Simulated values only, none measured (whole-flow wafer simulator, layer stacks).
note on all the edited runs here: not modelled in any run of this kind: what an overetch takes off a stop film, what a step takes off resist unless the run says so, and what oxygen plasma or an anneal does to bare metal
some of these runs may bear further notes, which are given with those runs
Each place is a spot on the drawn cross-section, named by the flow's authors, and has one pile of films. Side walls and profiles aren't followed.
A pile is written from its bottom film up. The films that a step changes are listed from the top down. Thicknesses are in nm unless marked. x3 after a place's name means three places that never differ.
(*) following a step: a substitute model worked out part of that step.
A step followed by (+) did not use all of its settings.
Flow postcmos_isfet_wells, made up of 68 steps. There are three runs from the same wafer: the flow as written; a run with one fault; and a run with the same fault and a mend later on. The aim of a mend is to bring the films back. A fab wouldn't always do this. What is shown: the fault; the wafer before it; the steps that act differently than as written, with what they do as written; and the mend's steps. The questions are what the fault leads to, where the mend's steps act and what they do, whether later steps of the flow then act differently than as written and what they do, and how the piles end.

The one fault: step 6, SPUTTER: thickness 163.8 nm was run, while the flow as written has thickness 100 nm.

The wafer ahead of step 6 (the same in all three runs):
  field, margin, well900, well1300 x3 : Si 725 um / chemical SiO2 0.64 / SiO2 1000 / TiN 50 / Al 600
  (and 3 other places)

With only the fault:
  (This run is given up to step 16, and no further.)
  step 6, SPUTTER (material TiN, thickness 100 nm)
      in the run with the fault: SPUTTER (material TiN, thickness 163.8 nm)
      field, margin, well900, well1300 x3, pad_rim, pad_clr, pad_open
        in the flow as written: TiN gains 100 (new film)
        in the run with the fault: TiN gains 163.8 (new film)
  Steps later in the flow that act otherwise than as written:
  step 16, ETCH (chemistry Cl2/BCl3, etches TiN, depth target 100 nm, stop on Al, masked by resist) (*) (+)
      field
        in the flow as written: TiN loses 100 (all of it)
        in the run with the fault: TiN loses 100
  Once step 16 is done, the piles at field, margin, well900, well1300 x3, pad_rim, pad_clr, pad_open depart from the flow's by more than 2% or 0.5 nm, whichever is larger.
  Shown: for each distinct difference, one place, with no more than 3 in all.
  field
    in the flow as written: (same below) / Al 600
    in the run with the fault: (same below) / Al 600 / TiN 63.8
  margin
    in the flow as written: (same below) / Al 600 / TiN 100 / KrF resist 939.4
    in the run with the fault: (same below) / Al 600 / TiN 163.8 / KrF resist 939.4

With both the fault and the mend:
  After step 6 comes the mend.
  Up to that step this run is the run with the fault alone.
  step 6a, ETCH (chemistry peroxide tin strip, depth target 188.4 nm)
      field, margin, well900, well1300 x3, pad_rim, pad_clr, pad_open
        TiN loses 163.8 (all of it)
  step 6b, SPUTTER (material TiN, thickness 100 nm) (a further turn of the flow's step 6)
      field, margin, well900, well1300 x3, pad_rim, pad_clr, pad_open
        TiN gains 100 (new film)
  Every later step of the flow that is run acts as written at every place that is followed.
  The piles end the same as the flow's at every place that both follow.
